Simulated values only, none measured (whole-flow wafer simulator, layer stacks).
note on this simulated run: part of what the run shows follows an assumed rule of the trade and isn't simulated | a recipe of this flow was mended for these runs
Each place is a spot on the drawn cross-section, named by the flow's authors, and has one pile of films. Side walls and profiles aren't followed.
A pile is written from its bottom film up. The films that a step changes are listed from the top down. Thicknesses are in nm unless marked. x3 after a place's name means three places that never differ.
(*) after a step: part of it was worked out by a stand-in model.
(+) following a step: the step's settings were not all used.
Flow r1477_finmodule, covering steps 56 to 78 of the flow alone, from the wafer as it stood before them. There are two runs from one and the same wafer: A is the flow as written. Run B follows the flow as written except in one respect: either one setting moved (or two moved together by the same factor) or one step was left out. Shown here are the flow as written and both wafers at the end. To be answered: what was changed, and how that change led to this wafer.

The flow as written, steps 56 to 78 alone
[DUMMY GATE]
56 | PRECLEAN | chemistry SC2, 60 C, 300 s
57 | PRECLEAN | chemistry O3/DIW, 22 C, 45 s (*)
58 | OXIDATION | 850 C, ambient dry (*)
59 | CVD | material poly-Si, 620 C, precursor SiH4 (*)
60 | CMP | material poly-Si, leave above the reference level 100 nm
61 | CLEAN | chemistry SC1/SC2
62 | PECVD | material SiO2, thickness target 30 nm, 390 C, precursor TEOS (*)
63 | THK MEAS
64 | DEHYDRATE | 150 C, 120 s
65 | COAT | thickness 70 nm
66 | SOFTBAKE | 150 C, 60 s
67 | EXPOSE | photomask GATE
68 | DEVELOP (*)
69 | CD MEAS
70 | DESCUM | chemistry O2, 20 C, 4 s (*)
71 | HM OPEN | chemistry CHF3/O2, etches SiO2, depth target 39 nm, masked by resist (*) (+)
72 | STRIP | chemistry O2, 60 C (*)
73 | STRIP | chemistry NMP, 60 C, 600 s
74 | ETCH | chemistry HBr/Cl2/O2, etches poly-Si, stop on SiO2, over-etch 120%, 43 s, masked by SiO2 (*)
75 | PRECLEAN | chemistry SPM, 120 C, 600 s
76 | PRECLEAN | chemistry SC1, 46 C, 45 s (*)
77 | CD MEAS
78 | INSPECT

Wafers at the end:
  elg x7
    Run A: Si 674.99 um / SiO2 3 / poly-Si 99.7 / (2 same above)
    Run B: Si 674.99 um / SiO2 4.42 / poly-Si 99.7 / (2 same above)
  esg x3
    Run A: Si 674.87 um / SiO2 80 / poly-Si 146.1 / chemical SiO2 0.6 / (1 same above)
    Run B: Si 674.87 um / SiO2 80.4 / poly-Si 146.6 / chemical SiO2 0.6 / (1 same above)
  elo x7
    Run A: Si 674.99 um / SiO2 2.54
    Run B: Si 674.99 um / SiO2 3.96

Cause: step 58, OXIDATION: 881 C was run, while the flow as written has 850 C.

Step by step, how the change led to this:
  58 | OXIDATION | 850 C, ambient dry (*)
      elg x7, elo x7: A SiO2 gains 3 (new film), chemical SiO2 loses 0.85 (all of it), Si loses 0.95 | B SiO2 gains 4.42 (new film), chemical SiO2 loses 0.85 (all of it), Si loses 1.57
  60 | CMP | material poly-Si, leave above the reference level 100 nm
      pad, padg: A poly-Si loses 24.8 | B poly-Si loses 24.2
